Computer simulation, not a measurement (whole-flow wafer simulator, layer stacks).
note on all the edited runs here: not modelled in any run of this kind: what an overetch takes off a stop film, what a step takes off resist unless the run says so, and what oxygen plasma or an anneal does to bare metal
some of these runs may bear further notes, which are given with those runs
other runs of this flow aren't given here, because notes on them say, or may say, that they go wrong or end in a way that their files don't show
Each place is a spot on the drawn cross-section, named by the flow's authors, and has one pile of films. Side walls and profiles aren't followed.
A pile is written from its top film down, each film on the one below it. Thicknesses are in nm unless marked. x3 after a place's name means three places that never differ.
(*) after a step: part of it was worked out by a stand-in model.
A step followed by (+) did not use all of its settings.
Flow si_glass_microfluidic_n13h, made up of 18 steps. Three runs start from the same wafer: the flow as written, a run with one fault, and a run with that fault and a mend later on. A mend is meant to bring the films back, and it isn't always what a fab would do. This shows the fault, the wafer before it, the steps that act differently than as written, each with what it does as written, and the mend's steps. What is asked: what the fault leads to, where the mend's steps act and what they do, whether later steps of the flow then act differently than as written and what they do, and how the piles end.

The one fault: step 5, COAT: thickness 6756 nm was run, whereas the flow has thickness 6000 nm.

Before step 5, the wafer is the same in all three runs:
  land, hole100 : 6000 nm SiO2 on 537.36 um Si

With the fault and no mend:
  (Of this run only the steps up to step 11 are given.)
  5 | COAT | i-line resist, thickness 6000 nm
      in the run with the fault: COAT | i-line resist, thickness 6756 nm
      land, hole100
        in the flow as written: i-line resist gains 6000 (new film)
        in the run with the fault: i-line resist gains 6756 (new film)
  Steps further on in the flow that do not act as written:
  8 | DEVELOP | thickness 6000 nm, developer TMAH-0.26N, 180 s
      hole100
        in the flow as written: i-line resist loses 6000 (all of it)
        in the run with the fault: i-line resist loses 6756 (all of it)
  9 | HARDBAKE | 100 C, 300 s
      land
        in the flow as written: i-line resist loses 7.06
        in the run with the fault: i-line resist loses 10.2
  Once step 11 is done, the piles at land depart from the flow's by more than 2% or 0.5 nm, whichever is larger.
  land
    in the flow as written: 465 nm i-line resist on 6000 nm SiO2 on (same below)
    in the run with the fault: 1217.8 nm i-line resist on 6000 nm SiO2 on (same below)

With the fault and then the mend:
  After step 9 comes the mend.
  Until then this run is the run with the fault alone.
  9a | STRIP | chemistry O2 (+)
      land
        i-line resist loses 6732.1 (all of it)
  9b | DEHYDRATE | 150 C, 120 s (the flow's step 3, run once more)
      does not change any film at any place that is followed
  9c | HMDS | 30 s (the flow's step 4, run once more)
      does not change any film at any place that is followed
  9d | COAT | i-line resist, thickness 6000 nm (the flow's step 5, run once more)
      land, hole100
        i-line resist gains 6000 (new film)
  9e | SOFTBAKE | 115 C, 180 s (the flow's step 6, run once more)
      does not change any film at any place that is followed
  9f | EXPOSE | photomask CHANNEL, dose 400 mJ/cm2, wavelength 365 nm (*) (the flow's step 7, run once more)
      does not change any film at any place that is followed
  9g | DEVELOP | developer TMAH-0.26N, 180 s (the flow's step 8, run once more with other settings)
      land
        i-line resist loses 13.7
      hole100
        i-line resist loses 6000 (all of it)
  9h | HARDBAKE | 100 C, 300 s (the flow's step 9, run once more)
      land
        i-line resist loses 7.06
  Later steps of the flow that are run all act as written at every place that is followed.
  At every place that both follow, the piles at the end match the flow's.
